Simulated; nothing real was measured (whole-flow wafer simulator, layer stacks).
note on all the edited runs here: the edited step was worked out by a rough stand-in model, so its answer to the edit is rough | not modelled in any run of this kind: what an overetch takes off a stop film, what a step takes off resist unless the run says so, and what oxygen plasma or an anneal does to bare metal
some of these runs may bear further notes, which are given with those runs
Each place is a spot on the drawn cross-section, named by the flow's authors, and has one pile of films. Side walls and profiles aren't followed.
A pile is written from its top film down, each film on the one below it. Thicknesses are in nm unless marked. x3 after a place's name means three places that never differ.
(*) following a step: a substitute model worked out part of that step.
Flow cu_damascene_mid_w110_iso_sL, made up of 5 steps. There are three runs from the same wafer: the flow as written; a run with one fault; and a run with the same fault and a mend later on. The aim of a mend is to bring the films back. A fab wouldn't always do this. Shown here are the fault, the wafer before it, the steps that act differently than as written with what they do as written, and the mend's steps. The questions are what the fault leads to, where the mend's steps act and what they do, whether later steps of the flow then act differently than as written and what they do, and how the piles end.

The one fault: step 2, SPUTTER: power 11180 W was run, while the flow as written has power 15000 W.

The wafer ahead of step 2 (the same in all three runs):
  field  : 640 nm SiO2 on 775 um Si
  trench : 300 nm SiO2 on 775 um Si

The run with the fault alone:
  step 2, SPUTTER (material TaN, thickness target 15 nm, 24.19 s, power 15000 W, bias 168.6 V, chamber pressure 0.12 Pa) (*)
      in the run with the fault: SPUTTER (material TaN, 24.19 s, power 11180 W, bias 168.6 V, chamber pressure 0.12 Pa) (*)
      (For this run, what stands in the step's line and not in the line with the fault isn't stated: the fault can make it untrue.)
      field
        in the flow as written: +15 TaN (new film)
        in the run with the fault: +11.2 TaN (new film)
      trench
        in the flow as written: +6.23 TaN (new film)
        in the run with the fault: +4.64 TaN (new film)
  Later steps of the flow that are run all act as written at every place that is followed, up to a difference of at most 2% or 0.5 nm, whichever is larger.
  At field, trench, the piles at the end differ from the flow's by more than 2% or 0.5 nm, whichever is larger.
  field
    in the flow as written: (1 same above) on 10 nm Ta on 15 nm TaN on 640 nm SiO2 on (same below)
    in the run with the fault: (1 same above) on 10 nm Ta on 11.2 nm TaN on 640 nm SiO2 on (same below)
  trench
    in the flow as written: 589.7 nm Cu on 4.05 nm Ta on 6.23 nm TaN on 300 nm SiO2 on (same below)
    in the run with the fault: 587.4 nm Cu on 4.09 nm Ta on 4.64 nm TaN on 300 nm SiO2 on (same below)

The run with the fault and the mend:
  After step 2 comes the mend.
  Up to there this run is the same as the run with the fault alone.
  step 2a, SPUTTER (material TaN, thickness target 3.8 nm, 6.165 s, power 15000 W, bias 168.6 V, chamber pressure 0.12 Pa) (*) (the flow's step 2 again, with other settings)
      field
        +3.8 TaN
      trench
        +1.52 TaN
  Later steps of the flow that are run all act as written at every place that is followed.
  The piles end only slightly different from the flow's at the places that both follow, by no more than 2% or 0.5 nm, whichever is larger.
